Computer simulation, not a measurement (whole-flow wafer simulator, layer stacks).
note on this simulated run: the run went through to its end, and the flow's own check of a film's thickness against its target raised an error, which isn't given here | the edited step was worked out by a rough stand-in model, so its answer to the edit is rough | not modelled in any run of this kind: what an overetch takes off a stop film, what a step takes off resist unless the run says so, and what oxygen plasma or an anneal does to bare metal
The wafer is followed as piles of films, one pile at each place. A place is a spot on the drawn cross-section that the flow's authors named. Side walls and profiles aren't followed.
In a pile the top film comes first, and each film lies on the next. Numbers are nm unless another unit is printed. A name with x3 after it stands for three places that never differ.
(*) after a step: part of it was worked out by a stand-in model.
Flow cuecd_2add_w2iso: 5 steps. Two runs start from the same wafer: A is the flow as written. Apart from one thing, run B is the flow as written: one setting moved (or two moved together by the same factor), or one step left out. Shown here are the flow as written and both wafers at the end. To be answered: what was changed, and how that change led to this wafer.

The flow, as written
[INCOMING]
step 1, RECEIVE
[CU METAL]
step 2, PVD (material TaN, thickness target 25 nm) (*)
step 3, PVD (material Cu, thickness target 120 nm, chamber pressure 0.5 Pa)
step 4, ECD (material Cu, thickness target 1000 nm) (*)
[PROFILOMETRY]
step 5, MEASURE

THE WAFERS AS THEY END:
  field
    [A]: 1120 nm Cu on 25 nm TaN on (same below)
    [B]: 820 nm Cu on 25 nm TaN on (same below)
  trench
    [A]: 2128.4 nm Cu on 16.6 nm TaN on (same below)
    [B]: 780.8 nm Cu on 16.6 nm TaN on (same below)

What caused this: step 4, ECD: thickness target 700 nm was run, though the flow has thickness target 1000 nm.

Step by step, how the change led to this:
  step 4, ECD (material Cu, thickness target 1000 nm) (*)
      field: A +1000 Cu | B +700 Cu
      trench: A +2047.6 Cu | B +700 Cu
